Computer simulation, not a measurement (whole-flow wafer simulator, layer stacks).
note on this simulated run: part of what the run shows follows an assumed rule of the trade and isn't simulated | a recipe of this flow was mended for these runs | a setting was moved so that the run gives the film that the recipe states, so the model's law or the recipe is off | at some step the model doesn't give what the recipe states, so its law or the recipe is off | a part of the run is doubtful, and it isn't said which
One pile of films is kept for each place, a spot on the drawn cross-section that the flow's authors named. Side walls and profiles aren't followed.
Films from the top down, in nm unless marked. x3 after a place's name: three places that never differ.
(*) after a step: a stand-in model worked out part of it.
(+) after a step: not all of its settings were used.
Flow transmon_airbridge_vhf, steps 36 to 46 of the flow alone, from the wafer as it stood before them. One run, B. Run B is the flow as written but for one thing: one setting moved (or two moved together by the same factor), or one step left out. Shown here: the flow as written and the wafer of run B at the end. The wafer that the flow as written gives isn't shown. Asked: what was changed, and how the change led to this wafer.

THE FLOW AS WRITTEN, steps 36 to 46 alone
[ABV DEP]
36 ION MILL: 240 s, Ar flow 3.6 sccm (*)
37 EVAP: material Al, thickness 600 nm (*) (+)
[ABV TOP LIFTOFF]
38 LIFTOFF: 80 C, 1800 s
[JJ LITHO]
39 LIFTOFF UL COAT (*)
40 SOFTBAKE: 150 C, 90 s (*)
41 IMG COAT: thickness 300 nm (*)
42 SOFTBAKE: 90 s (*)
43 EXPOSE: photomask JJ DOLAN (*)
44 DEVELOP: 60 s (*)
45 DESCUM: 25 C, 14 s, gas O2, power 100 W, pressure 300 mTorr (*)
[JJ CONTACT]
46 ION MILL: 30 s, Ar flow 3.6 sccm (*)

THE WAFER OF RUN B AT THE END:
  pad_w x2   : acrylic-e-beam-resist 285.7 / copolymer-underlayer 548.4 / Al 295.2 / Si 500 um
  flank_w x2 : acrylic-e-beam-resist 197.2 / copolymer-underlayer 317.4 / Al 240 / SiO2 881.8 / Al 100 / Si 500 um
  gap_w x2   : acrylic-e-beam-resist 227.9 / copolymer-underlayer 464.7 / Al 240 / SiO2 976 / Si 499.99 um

The cause: step 37, EVAP: thickness 240 nm was run, where the flow has thickness 600 nm.
It can be read off the wafer: flank_w x2 has Al 240, and step 37 as written asks for 600 nm.

How the change led to this, step by step:
  37 EVAP: material Al, thickness 600 nm (*) (+)
      field x3, jj_line, ground_far and 10 more: Al +240 (new film) (as written it would be: Al +600 (new film))
      pad_w x2: Al +236.4 (as written it would be: Al +591.1)
  38 LIFTOFF: 80 C, 1800 s
      field x3, jj_line, trace_open_s x2: Al -240 (all of it), i-line-resist -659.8 (all of it), lift-off-underlayer -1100 (all of it), acrylic-e-beam-resist -240 (all of it) (as written it would be: Al -600 (all of it), i-line-resist -659.8 (all of it), lift-off-underlayer -1100 (all of it), acrylic-e-beam-resist -240 (all of it))
      margin_s, margin_n: Al -240 (all of it), i-line-resist -378.2 (all of it), lift-off-underlayer -823.4 (all of it), acrylic-e-beam-resist -168.6 (all of it) (as written it would be: Al -600 (all of it), i-line-resist -378.2 (all of it), lift-off-underlayer -823.4 (all of it), acrylic-e-beam-resist -168.6 (all of it))
      (and at 1 more place)
  39 LIFTOFF UL COAT (*)
      pad_w x2: copolymer-underlayer +548.4 (new film) (as written it would be: copolymer-underlayer +513.6 (new film))
      flank_w x2: copolymer-underlayer +317.4 (new film) (as written it would be: copolymer-underlayer +308 (new film))
      (and at 6 more places)
  41 IMG COAT: thickness 300 nm (*)
      pad_w x2: acrylic-e-beam-resist +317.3 (new film) (as written it would be: acrylic-e-beam-resist +300.2 (new film))
      flank_w x2: acrylic-e-beam-resist +228.8 (new film) (as written it would be: acrylic-e-beam-resist +217.1 (new film))
      (and at 6 more places)
